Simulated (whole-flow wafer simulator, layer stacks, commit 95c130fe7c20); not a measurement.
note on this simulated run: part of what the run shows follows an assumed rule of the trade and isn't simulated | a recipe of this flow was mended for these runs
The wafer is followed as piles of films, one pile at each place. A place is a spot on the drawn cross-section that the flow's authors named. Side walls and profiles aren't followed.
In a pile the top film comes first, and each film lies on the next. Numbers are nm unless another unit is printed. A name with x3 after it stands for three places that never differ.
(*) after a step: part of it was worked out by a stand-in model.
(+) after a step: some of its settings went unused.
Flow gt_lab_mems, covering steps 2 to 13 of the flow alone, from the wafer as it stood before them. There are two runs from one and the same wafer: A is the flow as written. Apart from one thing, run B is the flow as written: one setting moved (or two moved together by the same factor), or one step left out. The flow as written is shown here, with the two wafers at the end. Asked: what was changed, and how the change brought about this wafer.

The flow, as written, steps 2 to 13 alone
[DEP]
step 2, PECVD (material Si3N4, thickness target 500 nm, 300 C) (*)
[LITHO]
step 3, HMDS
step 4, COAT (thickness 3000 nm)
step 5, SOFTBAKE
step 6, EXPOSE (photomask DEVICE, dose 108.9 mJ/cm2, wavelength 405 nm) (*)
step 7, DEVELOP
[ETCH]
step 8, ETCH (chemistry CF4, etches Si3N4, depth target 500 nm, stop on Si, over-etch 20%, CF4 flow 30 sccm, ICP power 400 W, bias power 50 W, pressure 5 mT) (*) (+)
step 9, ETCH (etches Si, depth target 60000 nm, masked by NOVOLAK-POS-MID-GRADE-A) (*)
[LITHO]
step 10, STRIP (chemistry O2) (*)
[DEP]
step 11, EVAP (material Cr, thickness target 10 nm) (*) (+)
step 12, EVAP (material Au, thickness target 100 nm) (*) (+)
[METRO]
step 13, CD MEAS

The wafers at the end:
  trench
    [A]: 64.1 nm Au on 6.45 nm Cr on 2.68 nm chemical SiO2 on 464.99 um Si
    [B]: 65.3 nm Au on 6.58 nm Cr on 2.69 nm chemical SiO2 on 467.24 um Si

Cause: step 8, ETCH: depth target 380 nm was run, whereas the flow has depth target 500 nm.

How this came from the change, step by step:
  step 8, ETCH (chemistry CF4, etches Si3N4, depth target 500 nm, stop on Si, over-etch 20%, CF4 flow 30 sccm, ICP power 400 W, bias power 50 W, pressure 5 mT) (*) (+)
      trench: A -500 Si3N4 (all of it), -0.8 chemical SiO2 (all of it), -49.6 Si | B -456 Si3N4
      field: A -400 g/i-line-resist | B -304 g/i-line-resist
  step 9, ETCH (etches Si, depth target 60000 nm, masked by NOVOLAK-POS-MID-GRADE-A) (*)
      trench: A -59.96 um Si | B -44 Si3N4 (all of it), -0.8 chemical SiO2 (all of it), -57.76 um Si
  step 10, STRIP (chemistry O2) (*)
      field: A -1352 g/i-line-resist (all of it) | B -1448 g/i-line-resist (all of it)
